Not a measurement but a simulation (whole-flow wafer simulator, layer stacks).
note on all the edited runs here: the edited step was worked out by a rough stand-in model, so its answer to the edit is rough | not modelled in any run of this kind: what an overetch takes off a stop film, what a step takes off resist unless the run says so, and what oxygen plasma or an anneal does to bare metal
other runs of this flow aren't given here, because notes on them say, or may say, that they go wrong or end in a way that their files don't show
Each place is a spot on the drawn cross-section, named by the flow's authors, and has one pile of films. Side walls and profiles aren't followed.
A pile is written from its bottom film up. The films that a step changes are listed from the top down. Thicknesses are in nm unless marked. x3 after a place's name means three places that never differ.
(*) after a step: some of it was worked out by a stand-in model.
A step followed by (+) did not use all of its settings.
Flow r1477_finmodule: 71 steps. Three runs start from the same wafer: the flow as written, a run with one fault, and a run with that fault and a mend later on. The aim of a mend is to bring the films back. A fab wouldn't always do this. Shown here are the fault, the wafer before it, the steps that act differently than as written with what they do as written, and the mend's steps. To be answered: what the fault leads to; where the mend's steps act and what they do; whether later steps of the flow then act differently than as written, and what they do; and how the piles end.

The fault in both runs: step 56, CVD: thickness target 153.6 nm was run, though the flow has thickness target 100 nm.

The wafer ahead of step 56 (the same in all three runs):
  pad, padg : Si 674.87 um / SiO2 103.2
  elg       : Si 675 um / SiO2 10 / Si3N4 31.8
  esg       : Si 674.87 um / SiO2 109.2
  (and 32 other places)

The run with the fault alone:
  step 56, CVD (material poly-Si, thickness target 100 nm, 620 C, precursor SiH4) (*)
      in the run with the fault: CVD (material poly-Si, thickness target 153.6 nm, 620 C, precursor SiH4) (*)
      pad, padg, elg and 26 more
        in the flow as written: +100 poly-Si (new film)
        in the run with the fault: +153.6 poly-Si (new film)
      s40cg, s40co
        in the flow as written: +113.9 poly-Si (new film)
        in the run with the fault: +168.2 poly-Si (new film)
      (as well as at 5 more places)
  Steps further on in the flow that do not act as written (2 more steps, not shown, differ only slightly: by at most 2% or 0.5 nm, whichever is larger):
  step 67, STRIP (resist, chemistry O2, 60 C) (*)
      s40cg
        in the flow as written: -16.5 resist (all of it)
        in the run with the fault: -15.9 resist (all of it)
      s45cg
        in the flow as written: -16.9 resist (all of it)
        in the run with the fault: -16.2 resist (all of it)
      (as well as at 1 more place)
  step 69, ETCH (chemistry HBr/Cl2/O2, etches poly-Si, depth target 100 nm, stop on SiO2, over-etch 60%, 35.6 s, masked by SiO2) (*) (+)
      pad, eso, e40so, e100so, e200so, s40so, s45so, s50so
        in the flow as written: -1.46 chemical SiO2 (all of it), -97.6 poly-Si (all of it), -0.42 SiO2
        in the run with the fault: -1.46 chemical SiO2 (all of it), -151.2 poly-Si (all of it)
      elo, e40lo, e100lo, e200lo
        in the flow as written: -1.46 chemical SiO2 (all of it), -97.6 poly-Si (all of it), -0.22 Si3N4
        in the run with the fault: -1.46 chemical SiO2 (all of it), -151.2 poly-Si (all of it)
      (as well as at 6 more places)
  At padg, elg, esg and 18 more, the piles at the end differ from the flow's by more than 2% or 0.5 nm, whichever is larger.
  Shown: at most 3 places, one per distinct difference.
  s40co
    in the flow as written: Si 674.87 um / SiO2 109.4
    in the run with the fault: Si 674.87 um / SiO2 109.6 / poly-Si 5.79
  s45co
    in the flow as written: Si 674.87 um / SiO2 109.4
    in the run with the fault: Si 674.87 um / SiO2 109.6 / poly-Si 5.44
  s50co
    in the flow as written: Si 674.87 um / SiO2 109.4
    in the run with the fault: Si 674.87 um / SiO2 109.6 / poly-Si 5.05

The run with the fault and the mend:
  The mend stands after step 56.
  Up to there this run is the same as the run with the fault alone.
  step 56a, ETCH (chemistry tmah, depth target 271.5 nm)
      pad, padg, elg and 26 more
        -153.6 poly-Si (all of it)
      s40cg, s40co
        -168.2 poly-Si (all of it)
      s45cg, s45co
        -167.9 poly-Si (all of it)
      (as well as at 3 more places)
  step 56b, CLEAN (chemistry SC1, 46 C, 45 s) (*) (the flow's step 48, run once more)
      s40sg_line, s45sg_line, s50sg_line, s40so_line, s45so_line, s50so_line
        -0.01 SiO2
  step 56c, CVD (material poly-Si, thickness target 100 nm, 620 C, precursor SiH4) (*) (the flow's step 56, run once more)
      pad, padg, elg and 26 more
        +100 poly-Si (new film)
      s40cg, s40co
        +113.9 poly-Si (new film)
      s45cg, s45co
        +113.4 poly-Si (new film)
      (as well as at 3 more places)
  Later steps of the flow that are run all act as written at every place that is followed, up to a difference of at most 2% or 0.5 nm, whichever is larger.
  The piles end only slightly different from the flow's at the places that both follow, by no more than 2% or 0.5 nm, whichever is larger.
